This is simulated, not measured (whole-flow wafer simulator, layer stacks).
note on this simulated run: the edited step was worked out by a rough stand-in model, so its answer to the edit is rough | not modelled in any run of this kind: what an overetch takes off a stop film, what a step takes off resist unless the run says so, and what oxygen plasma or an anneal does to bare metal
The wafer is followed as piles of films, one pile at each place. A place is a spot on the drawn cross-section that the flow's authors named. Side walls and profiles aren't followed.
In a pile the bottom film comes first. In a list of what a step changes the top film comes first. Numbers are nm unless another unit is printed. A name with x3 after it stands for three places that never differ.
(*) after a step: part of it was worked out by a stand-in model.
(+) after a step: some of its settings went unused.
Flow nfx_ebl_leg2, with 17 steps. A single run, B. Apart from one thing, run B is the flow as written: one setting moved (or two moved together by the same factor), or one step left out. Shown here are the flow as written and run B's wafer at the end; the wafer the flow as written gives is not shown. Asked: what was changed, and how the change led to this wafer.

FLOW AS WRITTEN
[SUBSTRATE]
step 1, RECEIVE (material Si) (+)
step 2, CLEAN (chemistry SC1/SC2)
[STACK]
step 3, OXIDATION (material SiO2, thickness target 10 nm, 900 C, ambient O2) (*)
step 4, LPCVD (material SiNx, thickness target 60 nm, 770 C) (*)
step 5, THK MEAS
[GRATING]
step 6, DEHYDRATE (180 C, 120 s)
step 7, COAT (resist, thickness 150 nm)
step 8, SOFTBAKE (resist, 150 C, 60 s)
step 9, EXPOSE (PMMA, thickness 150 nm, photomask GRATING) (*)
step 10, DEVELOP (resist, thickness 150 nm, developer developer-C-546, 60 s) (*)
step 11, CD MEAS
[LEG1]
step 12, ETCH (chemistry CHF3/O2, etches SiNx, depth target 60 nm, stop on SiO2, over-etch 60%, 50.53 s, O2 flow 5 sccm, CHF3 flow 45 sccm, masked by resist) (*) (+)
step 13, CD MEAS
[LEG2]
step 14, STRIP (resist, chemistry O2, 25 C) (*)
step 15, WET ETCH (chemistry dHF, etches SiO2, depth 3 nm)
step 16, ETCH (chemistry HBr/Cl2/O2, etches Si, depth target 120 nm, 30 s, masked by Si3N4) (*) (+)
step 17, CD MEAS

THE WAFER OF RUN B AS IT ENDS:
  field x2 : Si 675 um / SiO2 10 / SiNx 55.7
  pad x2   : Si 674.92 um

What caused this: step 16, ETCH: depth target 75 nm was run, though the flow has depth target 120 nm; step 16, ETCH: 18.8 s was run, where the flow has 30 s.

The path from the change to this, step by step:
  step 16, ETCH (chemistry HBr/Cl2/O2, etches Si, depth target 120 nm, 30 s, masked by Si3N4) (*) (+)
      field x2: SiNx loses 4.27 (it would be, as written: SiNx loses 6.82)
      pad x2: Si loses 75 (it would be, as written: Si loses 120)
